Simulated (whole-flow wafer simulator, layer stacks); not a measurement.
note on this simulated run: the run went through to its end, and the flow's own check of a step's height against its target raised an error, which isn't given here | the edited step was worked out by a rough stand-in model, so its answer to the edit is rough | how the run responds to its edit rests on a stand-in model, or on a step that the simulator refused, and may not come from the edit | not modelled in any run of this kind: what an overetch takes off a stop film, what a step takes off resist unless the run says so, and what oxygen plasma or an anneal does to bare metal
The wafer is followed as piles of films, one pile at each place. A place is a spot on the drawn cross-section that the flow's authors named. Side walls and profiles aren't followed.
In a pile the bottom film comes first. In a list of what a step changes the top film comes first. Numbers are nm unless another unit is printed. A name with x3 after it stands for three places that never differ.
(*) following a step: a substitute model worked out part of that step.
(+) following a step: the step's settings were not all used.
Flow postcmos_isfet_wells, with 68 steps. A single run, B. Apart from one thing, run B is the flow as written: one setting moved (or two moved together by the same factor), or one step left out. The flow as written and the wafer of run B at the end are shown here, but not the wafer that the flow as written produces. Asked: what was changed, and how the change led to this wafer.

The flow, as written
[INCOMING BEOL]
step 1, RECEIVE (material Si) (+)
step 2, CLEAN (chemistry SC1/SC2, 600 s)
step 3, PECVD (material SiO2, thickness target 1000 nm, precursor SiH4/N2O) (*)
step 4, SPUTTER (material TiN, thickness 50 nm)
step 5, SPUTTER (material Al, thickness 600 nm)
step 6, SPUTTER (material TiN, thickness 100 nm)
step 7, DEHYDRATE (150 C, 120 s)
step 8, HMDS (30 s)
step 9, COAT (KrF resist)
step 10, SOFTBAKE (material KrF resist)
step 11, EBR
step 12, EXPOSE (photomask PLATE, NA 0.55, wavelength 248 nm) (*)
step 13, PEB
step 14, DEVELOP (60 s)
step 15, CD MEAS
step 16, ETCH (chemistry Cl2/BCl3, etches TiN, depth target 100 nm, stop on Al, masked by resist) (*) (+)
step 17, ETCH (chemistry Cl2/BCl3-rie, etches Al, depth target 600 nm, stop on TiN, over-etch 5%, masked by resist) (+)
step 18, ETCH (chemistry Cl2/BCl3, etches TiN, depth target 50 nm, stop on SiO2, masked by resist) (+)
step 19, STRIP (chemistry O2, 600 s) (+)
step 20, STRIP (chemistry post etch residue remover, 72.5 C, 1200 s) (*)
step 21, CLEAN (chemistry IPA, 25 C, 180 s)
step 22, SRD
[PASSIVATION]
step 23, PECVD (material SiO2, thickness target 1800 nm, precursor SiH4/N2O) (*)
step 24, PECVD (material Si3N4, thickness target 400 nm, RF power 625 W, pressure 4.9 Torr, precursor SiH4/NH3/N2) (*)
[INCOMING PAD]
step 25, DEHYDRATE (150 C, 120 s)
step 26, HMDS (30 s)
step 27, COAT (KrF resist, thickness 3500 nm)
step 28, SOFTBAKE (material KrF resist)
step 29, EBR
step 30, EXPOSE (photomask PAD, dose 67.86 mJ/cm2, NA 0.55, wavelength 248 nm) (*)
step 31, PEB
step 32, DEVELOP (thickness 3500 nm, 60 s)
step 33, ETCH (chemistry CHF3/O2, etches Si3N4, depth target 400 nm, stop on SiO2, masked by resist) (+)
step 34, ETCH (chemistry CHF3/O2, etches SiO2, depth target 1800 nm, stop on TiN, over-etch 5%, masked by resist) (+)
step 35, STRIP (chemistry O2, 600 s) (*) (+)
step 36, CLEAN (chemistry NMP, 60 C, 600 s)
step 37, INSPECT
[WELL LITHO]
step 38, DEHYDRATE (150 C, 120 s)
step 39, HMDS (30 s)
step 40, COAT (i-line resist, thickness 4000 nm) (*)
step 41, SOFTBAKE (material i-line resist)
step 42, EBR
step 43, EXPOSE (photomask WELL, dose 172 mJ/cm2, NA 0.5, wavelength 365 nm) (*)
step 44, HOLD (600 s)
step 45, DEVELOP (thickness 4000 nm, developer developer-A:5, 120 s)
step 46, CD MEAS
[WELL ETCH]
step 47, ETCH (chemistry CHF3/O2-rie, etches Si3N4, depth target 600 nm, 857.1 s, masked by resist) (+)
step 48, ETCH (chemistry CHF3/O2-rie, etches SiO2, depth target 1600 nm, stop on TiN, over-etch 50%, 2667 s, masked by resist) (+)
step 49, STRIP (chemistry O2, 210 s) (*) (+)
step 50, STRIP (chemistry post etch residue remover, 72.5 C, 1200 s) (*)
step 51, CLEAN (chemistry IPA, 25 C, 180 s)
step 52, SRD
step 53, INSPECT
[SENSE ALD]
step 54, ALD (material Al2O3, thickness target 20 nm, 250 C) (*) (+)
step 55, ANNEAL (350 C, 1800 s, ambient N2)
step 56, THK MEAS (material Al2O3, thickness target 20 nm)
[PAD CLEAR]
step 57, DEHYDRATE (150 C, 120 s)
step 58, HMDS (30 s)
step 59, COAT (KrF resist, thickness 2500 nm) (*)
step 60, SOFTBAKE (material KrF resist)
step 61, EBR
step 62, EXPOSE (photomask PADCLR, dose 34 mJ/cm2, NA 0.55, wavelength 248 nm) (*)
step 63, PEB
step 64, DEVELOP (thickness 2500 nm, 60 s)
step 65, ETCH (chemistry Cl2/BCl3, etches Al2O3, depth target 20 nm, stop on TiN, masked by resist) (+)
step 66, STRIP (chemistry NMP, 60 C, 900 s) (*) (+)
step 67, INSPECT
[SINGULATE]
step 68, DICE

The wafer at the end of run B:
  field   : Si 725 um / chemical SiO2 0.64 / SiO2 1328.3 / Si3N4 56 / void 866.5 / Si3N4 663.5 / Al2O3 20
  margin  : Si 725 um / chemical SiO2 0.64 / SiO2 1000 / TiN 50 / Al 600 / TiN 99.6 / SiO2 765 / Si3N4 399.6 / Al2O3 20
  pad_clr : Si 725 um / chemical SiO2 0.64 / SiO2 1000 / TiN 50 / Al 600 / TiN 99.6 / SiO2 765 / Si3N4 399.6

The reason: step 23, PECVD: thickness target 765 nm was run, while the flow as written has thickness target 1800 nm.
The wafer itself shows it: margin has SiO2 765, and step 23 as written asks for 1800 nm.

Step by step, how the change led to this:
  step 23, PECVD (material SiO2, thickness target 1800 nm, precursor SiH4/N2O) (*)
      field: SiO2 gains 328.3 (as written it would have been: SiO2 gains 1800 (new film), void gains 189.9 (new film), SiO2 gains 559.7)
      margin, well900, well1300 x3, pad_rim, pad_clr, pad_open: SiO2 gains 765 (new film) (as written it would have been: SiO2 gains 1800 (new film))
  step 24, PECVD (material Si3N4, thickness target 400 nm, RF power 625 W, pressure 4.9 Torr, precursor SiH4/NH3/N2) (*)
      field: Si3N4 gains 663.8 (new film), void gains 866.5 (new film), Si3N4 gains 56 (new film) (as written it would have been: Si3N4 gains 400 (new film))
  step 34, ETCH (chemistry CHF3/O2, etches SiO2, depth target 1800 nm, stop on TiN, over-etch 5%, masked by resist) (+)
      field, margin, well900, well1300 x3, pad_rim, pad_clr: KrF resist loses 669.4 (as written it would have been: KrF resist loses 1500)
      pad_open: SiO2 loses 765 (all of it) (as written it would have been: SiO2 loses 1800 (all of it))
  step 35, STRIP (chemistry O2, 600 s) (*) (+)
      field, margin, well900, well1300 x3, pad_rim, pad_clr: KrF resist loses 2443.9 (all of it) (as written it would have been: KrF resist loses 1613.3 (all of it))
  step 40, COAT (i-line resist, thickness 4000 nm) (*)
      pad_clr: i-line resist gains 3590.4 (new film) (as written it would have been: i-line resist gains 3256.8 (new film))
      pad_open: i-line resist gains 4430.5 (new film) (as written it would have been: i-line resist gains 4804.7 (new film))
  step 41, SOFTBAKE (material i-line resist)
      pad_clr: i-line resist loses 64 (as written it would have been: i-line resist loses 156.7)
      pad_open: i-line resist gains 64.9 (as written it would have been: i-line resist gains 115.3)
  step 48, ETCH (chemistry CHF3/O2-rie, etches SiO2, depth target 1600 nm, stop on TiN, over-etch 50%, 2667 s, masked by resist) (+)
      well900, well1300 x3: SiO2 loses 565 (all of it) (as written it would have been: SiO2 loses 1600 (all of it))
  step 49, STRIP (chemistry O2, 210 s) (*) (+)
      pad_clr: i-line resist loses 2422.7 (all of it) (as written it would have been: i-line resist loses 1996.5 (all of it))
      pad_open: i-line resist loses 3391.8 (all of it) (as written it would have been: i-line resist loses 3816.3 (all of it))
  step 59, COAT (KrF resist, thickness 2500 nm) (*)
      field: KrF resist gains 1943.4 (new film) (as written it would have been: KrF resist gains 1449 (new film))
      margin: KrF resist gains 1943.4 (new film) (as written it would have been: KrF resist gains 1448.9 (new film))
      (also at 3 further places)
  step 60, SOFTBAKE (material KrF resist)
      pad_clr: KrF resist loses 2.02 (as written it would have been: KrF resist loses 3.77)
  step 63, PEB
      field, margin: KrF resist loses 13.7 (as written it would have been: KrF resist loses 10.1)
      pad_rim: KrF resist loses 15.6 (as written it would have been: KrF resist loses 13.9)
      (also at 2 further places)
  step 64, DEVELOP (thickness 2500 nm, 60 s)
      pad_clr: KrF resist loses 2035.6 (all of it) (as written it would have been: KrF resist loses 1676 (all of it))
      pad_open: KrF resist loses 2782.5 (all of it) (as written it would have been: KrF resist loses 3045.1 (all of it))
  step 66, STRIP (chemistry NMP, 60 C, 900 s) (*) (+)
      field, margin: KrF resist loses 1891 (all of it) (as written it would have been: KrF resist loses 1400.1 (all of it))
      pad_rim: KrF resist loses 2162.3 (all of it) (as written it would have been: KrF resist loses 1923.7 (all of it))
